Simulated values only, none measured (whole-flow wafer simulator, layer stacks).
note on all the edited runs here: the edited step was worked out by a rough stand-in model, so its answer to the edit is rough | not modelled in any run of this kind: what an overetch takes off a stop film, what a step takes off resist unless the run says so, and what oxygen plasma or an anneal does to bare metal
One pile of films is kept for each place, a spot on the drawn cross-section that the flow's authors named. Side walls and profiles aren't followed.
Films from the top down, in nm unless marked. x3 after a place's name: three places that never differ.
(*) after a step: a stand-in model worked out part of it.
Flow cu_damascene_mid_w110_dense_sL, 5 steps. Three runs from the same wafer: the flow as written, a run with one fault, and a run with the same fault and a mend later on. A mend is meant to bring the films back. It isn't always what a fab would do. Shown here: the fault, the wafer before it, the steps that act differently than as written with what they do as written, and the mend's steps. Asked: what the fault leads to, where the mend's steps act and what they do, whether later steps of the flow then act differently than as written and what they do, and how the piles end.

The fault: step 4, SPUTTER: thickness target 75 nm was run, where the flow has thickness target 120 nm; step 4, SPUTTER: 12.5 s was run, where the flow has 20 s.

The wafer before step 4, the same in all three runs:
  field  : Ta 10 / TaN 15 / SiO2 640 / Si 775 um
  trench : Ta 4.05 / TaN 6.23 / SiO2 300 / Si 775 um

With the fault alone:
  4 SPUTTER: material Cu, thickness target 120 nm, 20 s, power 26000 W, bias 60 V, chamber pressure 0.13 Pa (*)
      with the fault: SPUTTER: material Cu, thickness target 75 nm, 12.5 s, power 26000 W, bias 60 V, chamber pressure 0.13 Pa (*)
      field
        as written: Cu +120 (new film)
        with the fault: Cu +75 (new film)
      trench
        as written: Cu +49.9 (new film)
        with the fault: Cu +31.2 (new film)
  Later steps of the flow that act differently than as written:
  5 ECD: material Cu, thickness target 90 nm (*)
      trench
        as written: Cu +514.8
        with the fault: Cu +488.5
  At the end the piles differ from the flow's by more than 2% or 0.5 nm, whichever is larger, at field, trench.
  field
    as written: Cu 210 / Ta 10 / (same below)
    with the fault: Cu 165 / Ta 10 / (same below)
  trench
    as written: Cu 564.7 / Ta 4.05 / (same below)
    with the fault: Cu 519.7 / Ta 4.05 / (same below)

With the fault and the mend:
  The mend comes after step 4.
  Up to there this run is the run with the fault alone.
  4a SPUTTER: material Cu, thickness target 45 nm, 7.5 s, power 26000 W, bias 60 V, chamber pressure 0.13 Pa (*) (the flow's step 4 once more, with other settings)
      field
        Cu +45
      trench
        Cu +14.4
  No later step of the flow acts differently than as written, at any place that is followed, by more than 2% or 0.5 nm, whichever is larger.
  At the end the piles are the same as the flow's at every place that both follow.
